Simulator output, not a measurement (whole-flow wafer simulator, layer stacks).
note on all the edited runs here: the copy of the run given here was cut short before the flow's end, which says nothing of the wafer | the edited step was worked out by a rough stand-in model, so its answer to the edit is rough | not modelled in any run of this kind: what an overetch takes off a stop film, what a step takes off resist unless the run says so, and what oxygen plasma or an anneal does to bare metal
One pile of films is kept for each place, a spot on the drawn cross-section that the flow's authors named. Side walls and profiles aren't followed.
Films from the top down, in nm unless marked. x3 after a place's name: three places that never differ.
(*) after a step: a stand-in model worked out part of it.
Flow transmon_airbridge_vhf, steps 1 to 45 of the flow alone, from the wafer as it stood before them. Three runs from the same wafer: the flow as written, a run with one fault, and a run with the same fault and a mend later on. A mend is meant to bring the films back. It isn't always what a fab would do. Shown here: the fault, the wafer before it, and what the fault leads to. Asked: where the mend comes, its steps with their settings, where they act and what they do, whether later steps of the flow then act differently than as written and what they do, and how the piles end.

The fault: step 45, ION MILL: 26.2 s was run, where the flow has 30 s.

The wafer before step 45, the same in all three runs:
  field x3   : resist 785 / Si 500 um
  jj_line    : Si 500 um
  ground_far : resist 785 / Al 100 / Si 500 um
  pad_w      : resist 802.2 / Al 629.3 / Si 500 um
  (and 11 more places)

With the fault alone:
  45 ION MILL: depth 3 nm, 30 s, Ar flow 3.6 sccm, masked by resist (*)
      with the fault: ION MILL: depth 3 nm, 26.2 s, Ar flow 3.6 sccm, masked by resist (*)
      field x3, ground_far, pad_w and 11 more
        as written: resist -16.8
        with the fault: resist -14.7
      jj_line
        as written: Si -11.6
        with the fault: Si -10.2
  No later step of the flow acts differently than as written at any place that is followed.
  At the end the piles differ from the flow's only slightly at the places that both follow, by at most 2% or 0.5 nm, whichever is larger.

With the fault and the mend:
  The mend comes after step 45.
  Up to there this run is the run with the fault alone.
  45a ION MILL: depth 3 nm, 3.8 s, Ar flow 3.6 sccm, masked by resist (*) (the flow's step 45 once more, with other settings)
      field x3, ground_far, pad_w and 11 more
        resist -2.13
      jj_line
        Si -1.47
  No later step of the flow acts differently than as written at any place that is followed.
  At the end the piles are the same as the flow's at every place that both follow.
